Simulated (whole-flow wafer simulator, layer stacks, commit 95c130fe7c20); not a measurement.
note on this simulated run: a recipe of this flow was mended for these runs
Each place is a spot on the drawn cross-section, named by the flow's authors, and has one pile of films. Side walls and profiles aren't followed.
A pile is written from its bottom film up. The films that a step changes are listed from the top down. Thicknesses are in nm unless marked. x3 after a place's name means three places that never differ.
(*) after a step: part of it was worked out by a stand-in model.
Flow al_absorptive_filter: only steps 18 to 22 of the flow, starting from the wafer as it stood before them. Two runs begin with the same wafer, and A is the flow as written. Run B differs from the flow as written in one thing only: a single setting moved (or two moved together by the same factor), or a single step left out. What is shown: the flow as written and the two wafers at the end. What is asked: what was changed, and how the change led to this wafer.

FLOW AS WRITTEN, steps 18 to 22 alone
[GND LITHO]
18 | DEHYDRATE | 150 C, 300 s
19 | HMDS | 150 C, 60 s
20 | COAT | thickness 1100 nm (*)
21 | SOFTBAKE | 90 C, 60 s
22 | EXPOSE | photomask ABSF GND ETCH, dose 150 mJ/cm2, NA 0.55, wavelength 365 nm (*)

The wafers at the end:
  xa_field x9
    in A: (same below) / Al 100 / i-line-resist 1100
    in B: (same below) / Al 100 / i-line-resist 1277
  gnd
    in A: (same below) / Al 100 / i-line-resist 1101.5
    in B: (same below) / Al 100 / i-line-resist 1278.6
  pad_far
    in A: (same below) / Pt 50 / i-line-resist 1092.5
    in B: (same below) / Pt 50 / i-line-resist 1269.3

Cause: step 20, COAT: thickness 1277 nm was run, whereas the flow has thickness 1100 nm.
One can read it off the wafer: xa_field x9 has i-line-resist 1277, and step 20 as written asks for 1100 nm.

Step by step, how the change led to this:
  20 | COAT | thickness 1100 nm (*)
      xa_field x9: A i-line-resist gains 1100 (new film) | B i-line-resist gains 1277 (new film)
      gnd: A i-line-resist gains 1101.5 (new film) | B i-line-resist gains 1278.5 (new film)
      (as well as at 4 more places)
